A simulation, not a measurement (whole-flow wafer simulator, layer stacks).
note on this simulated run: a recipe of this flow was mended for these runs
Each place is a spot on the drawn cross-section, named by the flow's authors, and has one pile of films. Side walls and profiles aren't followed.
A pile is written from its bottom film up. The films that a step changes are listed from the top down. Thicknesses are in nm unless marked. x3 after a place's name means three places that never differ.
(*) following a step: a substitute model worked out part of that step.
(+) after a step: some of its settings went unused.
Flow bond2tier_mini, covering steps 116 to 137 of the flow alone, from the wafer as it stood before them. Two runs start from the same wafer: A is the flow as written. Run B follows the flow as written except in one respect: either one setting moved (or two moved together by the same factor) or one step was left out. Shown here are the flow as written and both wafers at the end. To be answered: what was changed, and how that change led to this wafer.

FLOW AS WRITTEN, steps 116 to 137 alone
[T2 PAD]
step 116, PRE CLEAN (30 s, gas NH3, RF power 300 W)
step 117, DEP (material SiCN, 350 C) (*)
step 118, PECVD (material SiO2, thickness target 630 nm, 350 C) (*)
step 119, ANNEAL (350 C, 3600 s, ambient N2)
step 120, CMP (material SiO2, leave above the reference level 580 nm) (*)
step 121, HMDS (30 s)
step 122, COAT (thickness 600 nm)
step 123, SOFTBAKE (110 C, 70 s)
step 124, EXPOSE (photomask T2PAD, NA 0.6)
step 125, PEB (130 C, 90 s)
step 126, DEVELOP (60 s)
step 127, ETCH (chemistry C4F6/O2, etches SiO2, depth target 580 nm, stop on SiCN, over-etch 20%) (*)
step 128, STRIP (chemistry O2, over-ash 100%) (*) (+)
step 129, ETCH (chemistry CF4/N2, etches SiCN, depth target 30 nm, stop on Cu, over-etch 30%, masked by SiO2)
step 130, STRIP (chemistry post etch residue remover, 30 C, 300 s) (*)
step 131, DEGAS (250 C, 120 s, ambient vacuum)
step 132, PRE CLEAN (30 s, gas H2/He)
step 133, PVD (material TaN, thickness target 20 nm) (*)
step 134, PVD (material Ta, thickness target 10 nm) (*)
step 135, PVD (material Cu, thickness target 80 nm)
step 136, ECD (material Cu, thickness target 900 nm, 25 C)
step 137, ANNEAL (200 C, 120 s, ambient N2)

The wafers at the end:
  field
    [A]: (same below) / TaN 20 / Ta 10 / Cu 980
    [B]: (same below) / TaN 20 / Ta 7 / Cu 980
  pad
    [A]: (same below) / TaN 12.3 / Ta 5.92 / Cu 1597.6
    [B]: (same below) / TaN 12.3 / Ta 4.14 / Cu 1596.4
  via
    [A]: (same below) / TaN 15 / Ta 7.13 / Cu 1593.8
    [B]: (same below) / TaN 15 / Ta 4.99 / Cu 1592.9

The reason: step 134, PVD: thickness target 7 nm was run, while the flow as written has thickness target 10 nm.
The wafer itself shows it: field has Ta 7, and step 134 as written asks for 10 nm.

Step by step, how the change led to this:
  step 134, PVD (material Ta, thickness target 10 nm) (*)
      field: A Ta gains 10 (new film) | B Ta gains 7 (new film)
      pad: A Ta gains 5.92 (new film) | B Ta gains 4.14 (new film)
      (also at 1 further place)
